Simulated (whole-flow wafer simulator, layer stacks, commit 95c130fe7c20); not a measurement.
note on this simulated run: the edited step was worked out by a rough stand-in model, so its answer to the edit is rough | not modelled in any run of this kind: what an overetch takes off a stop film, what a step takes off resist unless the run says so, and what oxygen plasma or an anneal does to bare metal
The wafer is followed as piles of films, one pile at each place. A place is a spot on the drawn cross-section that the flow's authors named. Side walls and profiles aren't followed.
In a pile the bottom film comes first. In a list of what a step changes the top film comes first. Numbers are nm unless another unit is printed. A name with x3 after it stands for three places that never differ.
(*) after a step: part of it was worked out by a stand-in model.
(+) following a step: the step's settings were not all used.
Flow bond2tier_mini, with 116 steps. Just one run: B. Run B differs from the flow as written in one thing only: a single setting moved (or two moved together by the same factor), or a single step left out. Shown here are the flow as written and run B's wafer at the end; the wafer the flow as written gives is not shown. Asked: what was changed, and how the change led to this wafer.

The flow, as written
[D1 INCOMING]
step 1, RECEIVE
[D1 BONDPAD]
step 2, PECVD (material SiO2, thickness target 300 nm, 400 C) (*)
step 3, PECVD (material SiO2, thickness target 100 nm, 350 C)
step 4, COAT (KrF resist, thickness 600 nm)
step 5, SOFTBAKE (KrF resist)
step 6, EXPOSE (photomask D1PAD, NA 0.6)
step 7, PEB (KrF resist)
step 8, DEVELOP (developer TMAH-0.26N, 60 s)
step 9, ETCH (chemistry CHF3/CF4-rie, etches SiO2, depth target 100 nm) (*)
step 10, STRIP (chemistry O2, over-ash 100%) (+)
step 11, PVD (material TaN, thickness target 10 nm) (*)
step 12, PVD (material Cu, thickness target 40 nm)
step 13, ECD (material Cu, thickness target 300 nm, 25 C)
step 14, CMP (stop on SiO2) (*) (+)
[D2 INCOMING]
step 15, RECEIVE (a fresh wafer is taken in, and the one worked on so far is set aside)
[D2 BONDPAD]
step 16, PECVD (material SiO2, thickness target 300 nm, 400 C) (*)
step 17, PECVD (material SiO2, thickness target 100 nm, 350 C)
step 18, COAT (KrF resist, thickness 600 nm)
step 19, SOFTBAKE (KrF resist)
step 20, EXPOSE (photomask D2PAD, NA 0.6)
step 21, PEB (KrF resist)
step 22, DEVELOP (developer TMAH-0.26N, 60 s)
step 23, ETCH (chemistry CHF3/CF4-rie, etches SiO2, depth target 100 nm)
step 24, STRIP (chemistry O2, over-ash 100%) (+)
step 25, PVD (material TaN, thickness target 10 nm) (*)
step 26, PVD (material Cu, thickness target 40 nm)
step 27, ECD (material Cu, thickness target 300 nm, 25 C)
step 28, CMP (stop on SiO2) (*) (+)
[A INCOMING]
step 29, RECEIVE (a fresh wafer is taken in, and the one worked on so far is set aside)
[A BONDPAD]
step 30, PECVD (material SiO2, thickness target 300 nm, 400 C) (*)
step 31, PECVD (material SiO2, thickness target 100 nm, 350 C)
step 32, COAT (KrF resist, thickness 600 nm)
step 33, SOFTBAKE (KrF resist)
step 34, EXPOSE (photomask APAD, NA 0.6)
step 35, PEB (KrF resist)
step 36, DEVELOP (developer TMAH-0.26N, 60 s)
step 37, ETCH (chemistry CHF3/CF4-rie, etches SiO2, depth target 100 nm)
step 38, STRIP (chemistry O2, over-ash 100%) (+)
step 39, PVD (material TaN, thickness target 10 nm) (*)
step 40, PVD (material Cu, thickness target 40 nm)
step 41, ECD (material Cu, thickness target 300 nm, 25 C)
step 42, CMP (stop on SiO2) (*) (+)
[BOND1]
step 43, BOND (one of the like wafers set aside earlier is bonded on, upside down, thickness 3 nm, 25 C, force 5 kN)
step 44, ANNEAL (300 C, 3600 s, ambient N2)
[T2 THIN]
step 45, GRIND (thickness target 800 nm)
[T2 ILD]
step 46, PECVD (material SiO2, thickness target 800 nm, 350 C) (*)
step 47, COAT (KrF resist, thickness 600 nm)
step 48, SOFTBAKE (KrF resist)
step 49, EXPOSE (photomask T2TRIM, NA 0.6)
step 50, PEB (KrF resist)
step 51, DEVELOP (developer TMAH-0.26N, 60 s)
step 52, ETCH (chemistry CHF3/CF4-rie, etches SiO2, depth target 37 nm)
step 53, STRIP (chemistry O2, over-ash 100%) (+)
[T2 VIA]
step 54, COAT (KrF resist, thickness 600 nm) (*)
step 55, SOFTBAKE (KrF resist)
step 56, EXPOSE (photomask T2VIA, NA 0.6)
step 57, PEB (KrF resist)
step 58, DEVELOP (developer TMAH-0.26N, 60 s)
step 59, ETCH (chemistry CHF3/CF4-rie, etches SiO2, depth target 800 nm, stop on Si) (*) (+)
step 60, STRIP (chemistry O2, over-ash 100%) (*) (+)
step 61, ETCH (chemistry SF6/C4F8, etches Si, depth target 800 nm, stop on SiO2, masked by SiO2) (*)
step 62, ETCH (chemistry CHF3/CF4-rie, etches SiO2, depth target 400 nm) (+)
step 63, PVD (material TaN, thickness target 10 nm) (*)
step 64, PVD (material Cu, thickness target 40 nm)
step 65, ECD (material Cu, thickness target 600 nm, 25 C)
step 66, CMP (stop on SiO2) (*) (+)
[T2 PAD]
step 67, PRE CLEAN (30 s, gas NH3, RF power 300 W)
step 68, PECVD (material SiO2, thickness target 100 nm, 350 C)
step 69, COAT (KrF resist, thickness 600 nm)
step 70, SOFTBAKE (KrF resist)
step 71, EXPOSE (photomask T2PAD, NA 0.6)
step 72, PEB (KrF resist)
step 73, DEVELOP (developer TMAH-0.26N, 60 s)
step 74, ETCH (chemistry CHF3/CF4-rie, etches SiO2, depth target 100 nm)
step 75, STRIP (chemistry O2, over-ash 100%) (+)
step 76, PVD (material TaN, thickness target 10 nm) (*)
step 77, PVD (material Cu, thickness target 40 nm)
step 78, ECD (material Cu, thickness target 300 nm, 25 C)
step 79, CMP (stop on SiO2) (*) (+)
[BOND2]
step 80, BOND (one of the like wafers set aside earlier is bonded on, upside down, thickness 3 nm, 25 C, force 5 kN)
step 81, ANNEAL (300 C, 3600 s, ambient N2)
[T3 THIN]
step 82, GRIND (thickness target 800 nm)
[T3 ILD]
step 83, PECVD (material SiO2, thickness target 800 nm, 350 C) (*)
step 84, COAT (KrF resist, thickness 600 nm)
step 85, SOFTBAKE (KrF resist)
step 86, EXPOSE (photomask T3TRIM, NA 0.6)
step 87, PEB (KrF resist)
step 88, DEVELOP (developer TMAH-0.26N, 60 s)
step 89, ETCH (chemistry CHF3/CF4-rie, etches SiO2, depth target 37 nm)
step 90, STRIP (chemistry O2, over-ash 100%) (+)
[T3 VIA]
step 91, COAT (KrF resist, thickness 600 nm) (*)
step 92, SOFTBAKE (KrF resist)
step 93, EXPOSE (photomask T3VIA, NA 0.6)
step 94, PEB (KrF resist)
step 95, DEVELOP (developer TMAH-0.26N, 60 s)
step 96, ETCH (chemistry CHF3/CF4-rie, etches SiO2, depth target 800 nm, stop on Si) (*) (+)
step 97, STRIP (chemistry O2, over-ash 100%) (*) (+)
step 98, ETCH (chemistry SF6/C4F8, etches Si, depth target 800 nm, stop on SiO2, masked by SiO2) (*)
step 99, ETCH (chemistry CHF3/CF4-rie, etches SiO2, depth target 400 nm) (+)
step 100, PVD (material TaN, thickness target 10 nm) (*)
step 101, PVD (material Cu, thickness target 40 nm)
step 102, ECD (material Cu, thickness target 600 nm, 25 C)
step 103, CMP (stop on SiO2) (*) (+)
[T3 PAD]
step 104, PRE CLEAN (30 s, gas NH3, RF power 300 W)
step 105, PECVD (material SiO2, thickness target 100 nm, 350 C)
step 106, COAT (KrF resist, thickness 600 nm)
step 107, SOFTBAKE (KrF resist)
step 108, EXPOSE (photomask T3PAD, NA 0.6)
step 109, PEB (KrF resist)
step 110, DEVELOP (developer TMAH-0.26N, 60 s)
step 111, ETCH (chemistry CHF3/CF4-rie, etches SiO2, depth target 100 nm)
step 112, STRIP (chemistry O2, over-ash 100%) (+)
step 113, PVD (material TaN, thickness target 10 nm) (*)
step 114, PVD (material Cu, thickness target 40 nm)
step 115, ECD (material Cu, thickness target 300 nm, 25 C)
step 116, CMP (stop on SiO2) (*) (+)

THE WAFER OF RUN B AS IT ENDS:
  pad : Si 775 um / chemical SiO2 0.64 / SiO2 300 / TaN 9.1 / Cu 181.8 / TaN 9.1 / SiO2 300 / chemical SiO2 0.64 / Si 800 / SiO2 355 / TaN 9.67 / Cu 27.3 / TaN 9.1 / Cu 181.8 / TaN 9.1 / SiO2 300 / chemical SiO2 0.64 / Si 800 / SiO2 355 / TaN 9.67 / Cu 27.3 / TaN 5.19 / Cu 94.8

Cause: step 113, PVD: thickness target 5.7 nm was run, whereas the flow has thickness target 10 nm.

Step by step, how the change led to this:
  step 113, PVD (material TaN, thickness target 10 nm) (*)
      field: +5.7 TaN (new film) (in the flow as written it would be: +10 TaN (new film))
      pad: +5.19 TaN (new film) (in the flow as written it would be: +9.1 TaN (new film))
  step 116, CMP (stop on SiO2) (*) (+)
      field: -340 Cu (all of it), -5.7 TaN (all of it) (in the flow as written it would be: -340 Cu (all of it), -10 TaN (all of it))
